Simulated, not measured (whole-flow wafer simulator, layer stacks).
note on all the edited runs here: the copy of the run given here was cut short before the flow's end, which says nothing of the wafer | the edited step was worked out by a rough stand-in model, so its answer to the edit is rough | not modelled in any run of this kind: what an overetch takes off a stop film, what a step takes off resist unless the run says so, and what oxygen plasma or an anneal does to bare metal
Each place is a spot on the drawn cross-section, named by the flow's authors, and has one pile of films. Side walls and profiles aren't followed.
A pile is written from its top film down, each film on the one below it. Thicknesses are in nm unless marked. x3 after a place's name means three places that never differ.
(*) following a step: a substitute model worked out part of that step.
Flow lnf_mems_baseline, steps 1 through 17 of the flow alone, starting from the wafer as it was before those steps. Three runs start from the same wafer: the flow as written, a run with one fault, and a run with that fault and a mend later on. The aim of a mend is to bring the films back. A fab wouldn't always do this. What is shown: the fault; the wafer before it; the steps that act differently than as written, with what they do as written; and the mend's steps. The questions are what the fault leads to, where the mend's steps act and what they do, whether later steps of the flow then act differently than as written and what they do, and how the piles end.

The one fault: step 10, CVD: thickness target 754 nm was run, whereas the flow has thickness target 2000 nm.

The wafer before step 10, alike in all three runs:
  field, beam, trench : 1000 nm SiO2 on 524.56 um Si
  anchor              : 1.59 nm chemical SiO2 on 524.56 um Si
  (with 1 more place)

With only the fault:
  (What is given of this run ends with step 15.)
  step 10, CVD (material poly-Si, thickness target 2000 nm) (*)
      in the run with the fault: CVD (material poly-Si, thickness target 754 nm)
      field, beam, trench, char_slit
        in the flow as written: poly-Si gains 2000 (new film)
        in the run with the fault: poly-Si gains 754 (new film)
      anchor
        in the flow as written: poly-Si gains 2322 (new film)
        in the run with the fault: poly-Si gains 754 (new film)
  Later steps of the flow acting differently than as written (not shown: 1 more step that differs only slightly, by at most 2% or 0.5 nm, whichever is larger):
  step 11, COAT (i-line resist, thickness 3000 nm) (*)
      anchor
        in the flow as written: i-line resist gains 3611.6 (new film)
        in the run with the fault: i-line resist gains 3865.5 (new film)
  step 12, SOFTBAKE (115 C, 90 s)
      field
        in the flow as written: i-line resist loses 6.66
        in the run with the fault: i-line resist loses 13.8
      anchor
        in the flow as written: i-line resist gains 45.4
        in the run with the fault: i-line resist gains 91.6
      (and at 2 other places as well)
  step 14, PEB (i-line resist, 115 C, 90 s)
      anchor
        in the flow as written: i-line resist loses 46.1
        in the run with the fault: i-line resist loses 51.6
  The piles after step 15 differ from the flow's at field, anchor, beam, trench, char_slit by more than 2% or 0.5 nm, whichever is larger.
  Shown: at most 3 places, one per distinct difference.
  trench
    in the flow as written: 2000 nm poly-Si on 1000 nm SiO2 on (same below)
    in the run with the fault: 754 nm poly-Si on 1000 nm SiO2 on (same below)
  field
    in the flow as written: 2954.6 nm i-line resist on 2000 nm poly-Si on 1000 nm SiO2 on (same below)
    in the run with the fault: 2943.2 nm i-line resist on 754 nm poly-Si on 1000 nm SiO2 on (same below)
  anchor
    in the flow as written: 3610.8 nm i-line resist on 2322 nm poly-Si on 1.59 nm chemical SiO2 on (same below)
    in the run with the fault: 3905.4 nm i-line resist on 754 nm poly-Si on 1.59 nm chemical SiO2 on (same below)

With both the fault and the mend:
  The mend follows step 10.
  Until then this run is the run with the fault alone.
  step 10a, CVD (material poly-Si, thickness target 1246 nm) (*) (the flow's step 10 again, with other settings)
      field, beam, trench, char_slit
        poly-Si gains 1246
      anchor
        poly-Si gains 1566.9
  Later steps of the flow that are run all act as written at every place that is followed, up to a difference of at most 2% or 0.5 nm, whichever is larger.
  When the end is reached, the piles differ only a little from the flow's at the places that both follow, at most by 2% or 0.5 nm, whichever is larger.
